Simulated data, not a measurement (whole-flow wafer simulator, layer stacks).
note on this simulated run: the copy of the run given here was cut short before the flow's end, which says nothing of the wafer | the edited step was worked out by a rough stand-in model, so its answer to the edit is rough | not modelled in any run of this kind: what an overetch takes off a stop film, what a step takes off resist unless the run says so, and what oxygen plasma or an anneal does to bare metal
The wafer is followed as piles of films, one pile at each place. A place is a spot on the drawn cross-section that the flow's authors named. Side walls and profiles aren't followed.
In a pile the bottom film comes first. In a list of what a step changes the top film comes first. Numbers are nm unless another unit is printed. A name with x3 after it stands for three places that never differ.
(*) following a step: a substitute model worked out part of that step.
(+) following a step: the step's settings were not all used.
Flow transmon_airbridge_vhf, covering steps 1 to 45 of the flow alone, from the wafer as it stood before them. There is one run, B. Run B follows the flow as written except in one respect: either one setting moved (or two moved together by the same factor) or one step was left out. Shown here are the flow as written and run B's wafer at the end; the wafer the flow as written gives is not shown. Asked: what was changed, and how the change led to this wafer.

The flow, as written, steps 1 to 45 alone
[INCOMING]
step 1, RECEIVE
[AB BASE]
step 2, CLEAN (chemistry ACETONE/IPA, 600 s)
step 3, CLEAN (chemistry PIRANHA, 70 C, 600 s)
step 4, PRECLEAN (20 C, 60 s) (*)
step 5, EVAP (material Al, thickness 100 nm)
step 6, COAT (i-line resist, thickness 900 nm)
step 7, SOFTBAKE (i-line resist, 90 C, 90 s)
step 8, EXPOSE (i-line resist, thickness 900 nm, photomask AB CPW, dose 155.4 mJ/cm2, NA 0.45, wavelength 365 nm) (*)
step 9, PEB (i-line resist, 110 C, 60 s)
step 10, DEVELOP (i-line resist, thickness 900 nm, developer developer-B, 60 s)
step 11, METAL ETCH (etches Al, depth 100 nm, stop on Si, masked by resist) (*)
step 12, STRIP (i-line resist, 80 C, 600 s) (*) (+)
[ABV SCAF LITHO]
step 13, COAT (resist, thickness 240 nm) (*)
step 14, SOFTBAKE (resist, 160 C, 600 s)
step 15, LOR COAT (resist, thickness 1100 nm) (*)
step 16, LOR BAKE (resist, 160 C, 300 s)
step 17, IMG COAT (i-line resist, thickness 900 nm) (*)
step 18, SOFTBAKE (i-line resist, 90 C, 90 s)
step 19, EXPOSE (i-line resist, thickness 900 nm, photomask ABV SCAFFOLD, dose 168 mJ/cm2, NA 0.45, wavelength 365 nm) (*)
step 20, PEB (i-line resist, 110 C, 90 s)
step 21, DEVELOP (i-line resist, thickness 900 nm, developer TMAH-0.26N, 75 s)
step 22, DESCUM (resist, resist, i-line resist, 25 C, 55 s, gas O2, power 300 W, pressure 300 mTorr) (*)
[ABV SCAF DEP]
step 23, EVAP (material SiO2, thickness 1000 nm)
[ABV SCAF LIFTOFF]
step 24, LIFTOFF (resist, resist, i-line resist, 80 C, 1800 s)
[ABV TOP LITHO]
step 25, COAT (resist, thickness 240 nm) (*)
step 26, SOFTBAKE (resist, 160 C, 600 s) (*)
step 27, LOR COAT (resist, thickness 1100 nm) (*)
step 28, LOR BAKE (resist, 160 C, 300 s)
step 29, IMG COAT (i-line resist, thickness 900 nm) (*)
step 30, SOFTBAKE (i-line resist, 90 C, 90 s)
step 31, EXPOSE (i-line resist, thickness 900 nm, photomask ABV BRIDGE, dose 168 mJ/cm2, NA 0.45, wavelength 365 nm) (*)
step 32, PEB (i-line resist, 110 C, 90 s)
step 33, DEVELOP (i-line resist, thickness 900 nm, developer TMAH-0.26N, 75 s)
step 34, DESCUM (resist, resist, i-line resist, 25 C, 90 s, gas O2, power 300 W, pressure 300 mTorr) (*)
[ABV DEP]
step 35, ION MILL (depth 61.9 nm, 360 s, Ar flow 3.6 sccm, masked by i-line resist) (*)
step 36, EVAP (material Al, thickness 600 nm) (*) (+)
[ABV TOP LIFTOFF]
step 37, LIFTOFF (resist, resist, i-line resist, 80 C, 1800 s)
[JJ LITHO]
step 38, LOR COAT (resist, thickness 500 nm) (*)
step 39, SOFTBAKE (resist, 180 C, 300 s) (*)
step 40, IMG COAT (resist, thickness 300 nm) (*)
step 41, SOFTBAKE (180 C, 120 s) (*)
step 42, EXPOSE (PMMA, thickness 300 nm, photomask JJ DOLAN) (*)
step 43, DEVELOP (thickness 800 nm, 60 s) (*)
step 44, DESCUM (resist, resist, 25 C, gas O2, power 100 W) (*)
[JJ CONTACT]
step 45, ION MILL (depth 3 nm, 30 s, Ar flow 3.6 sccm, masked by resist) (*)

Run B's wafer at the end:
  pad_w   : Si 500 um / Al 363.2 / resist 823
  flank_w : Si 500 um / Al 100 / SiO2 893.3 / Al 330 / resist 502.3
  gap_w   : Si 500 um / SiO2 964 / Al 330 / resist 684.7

Cause: step 36, EVAP: thickness 330 nm was run, while the flow as written has thickness 600 nm.
One can read it off the wafer: flank_w has Al 330, and step 36 as written asks for 600 nm.

The path from the change to this, step by step:
  step 36, EVAP (material Al, thickness 600 nm) (*) (+)
      field x3, jj_line, ground_far and 10 more: +330 Al (new film) (in the flow as written it would be: +600 Al (new film))
      pad_w, pad_e: +325.2 Al (in the flow as written it would be: +591.2 Al)
  step 37, LIFTOFF (resist, resist, i-line resist, 80 C, 1800 s)
      field x3, jj_line, trace_open_s x2: -330 Al (all of it), -600 i-line resist (all of it), -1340 resist (all of it) (in the flow as written it would be: -600 Al (all of it), -600 i-line resist (all of it), -1340 resist (all of it))
      margin_s, margin_n: -330 Al (all of it), -318.3 i-line resist (all of it), -992 resist (all of it) (in the flow as written it would be: -600 Al (all of it), -318.3 i-line resist (all of it), -992 resist (all of it))
      (as well as at 1 more place)
  step 38, LOR COAT (resist, thickness 500 nm) (*)
      pad_w, pad_e: +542 resist (new film) (in the flow as written it would be: +517 resist (new film))
      flank_w, flank_e: +312.8 resist (new film) (in the flow as written it would be: +306.5 resist (new film))
      (as well as at 6 more places)
  step 40, IMG COAT (resist, thickness 300 nm) (*)
      pad_w, pad_e: +312.7 resist (in the flow as written it would be: +300.1 resist)
      flank_w, flank_e: +221.3 resist (in the flow as written it would be: +212.1 resist)
      (as well as at 4 more places)
